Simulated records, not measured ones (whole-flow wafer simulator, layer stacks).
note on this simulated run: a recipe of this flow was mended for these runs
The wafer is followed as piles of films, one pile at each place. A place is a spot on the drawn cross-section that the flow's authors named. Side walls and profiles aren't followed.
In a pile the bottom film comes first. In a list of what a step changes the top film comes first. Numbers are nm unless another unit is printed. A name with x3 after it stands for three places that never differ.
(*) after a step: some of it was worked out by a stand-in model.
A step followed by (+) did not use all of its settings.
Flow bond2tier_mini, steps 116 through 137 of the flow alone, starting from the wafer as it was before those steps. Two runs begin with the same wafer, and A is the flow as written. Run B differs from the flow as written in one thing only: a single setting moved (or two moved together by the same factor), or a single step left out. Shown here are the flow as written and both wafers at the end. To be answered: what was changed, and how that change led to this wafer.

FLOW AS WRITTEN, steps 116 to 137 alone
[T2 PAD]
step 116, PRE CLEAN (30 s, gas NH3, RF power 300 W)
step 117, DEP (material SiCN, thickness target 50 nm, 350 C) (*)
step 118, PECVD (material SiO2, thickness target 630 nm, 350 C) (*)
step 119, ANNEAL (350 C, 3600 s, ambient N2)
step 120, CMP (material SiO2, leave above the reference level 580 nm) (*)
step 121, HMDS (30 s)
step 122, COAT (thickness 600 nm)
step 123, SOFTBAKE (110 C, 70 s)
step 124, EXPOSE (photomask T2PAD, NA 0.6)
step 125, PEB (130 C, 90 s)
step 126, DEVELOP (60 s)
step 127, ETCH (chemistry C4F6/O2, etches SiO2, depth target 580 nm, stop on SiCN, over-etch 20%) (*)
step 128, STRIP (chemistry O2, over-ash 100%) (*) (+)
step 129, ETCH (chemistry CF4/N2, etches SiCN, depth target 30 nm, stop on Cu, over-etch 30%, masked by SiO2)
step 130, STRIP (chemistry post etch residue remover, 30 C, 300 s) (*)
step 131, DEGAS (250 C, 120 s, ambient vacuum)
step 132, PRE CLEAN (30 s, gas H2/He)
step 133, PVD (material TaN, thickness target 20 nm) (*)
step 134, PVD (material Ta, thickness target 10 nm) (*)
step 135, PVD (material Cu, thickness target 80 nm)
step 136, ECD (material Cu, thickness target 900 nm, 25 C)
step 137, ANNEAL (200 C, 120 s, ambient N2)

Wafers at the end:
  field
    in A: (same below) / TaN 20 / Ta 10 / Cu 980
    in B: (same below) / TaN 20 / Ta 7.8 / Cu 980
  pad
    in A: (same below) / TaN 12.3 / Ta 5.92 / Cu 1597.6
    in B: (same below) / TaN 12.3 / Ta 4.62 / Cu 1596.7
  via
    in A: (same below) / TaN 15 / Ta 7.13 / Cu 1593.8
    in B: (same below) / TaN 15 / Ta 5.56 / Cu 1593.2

Cause: step 134, PVD: thickness target 7.8 nm was run, though the flow has thickness target 10 nm.
The wafer lets one read it off: field has Ta 7.8, and step 134 as written asks for 10 nm.

The path from the change to this, step by step:
  step 134, PVD (material Ta, thickness target 10 nm) (*)
      field: A +10 Ta (new film) | B +7.8 Ta (new film)
      pad: A +5.92 Ta (new film) | B +4.62 Ta (new film)
      (and at 1 other place as well)
